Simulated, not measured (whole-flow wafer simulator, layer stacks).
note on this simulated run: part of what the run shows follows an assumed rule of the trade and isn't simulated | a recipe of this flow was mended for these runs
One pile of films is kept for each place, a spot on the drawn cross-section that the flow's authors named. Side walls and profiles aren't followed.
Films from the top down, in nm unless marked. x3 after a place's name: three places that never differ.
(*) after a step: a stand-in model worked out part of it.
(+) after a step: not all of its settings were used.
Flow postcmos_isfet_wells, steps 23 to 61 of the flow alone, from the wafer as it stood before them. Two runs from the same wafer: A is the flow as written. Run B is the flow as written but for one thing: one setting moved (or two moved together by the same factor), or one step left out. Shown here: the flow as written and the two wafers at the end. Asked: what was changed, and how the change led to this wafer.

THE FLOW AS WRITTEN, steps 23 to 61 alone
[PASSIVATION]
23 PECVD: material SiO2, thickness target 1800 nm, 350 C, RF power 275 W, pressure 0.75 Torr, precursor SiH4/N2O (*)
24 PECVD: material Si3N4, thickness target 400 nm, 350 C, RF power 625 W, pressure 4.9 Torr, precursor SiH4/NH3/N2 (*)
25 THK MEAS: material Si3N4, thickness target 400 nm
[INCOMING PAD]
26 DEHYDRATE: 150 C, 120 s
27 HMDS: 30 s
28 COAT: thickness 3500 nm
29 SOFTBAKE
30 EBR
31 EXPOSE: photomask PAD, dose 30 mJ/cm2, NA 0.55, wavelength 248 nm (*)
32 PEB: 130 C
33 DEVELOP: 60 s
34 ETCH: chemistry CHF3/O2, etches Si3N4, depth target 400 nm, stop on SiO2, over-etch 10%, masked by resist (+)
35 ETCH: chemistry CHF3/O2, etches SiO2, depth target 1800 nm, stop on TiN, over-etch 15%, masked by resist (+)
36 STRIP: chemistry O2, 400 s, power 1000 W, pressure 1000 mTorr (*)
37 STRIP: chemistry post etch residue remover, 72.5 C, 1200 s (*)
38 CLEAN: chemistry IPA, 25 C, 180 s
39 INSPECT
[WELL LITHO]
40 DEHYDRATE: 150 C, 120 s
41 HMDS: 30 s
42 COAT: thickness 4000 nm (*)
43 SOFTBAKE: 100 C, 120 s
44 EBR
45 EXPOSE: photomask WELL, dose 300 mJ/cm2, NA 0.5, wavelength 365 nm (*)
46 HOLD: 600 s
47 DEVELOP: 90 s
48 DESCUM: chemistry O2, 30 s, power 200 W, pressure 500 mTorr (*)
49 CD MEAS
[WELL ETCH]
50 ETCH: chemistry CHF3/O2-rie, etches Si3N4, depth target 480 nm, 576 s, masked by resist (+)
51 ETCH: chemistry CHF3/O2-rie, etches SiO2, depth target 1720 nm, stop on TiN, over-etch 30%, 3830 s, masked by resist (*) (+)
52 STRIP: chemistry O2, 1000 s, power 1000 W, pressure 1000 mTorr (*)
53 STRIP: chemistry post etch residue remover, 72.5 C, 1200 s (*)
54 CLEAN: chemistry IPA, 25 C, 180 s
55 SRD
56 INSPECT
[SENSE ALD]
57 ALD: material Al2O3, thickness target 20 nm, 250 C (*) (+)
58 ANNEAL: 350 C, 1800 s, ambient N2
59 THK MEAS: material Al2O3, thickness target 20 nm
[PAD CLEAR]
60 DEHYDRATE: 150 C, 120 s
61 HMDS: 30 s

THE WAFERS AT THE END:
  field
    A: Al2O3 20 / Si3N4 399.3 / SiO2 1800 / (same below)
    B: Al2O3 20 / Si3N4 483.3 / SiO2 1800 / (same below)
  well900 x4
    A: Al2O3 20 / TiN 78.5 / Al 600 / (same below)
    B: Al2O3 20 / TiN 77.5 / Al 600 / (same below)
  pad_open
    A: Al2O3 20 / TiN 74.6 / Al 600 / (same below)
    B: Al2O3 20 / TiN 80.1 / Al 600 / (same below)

The cause: step 24, PECVD: thickness target 484 nm was run, where the flow has thickness target 400 nm.

How the change led to this, step by step:
  24 PECVD: material Si3N4, thickness target 400 nm, 350 C, RF power 625 W, pressure 4.9 Torr, precursor SiH4/NH3/N2 (*)
      field, margin x2, well900 x4, pad_clr, pad_open: A Si3N4 +400 (new film) | B Si3N4 +484 (new film)
  34 ETCH: chemistry CHF3/O2, etches Si3N4, depth target 400 nm, stop on SiO2, over-etch 10%, masked by resist (+)
      pad_open: A Si3N4 -400 (all of it), SiO2 -20 | B Si3N4 -440
  35 ETCH: chemistry CHF3/O2, etches SiO2, depth target 1800 nm, stop on TiN, over-etch 15%, masked by resist (+)
      pad_open: A SiO2 -1780 (all of it), TiN -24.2 | B Si3N4 -44 (all of it), SiO2 -1800 (all of it), TiN -18.6
  43 SOFTBAKE: 100 C, 120 s
      pad_clr: A thick-g/i-line-resist -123 | B thick-g/i-line-resist -129.1
      pad_open: A thick-g/i-line-resist +73 | B thick-g/i-line-resist +75
  50 ETCH: chemistry CHF3/O2-rie, etches Si3N4, depth target 480 nm, 576 s, masked by resist (+)
      well900 x4: A Si3N4 -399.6 (all of it), SiO2 -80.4 | B Si3N4 -480
  51 ETCH: chemistry CHF3/O2-rie, etches SiO2, depth target 1720 nm, stop on TiN, over-etch 30%, 3830 s, masked by resist (*) (+)
      well900 x4: A SiO2 -1719.6 (all of it), TiN -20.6 | B Si3N4 -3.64 (all of it), SiO2 -1800 (all of it), TiN -21.6
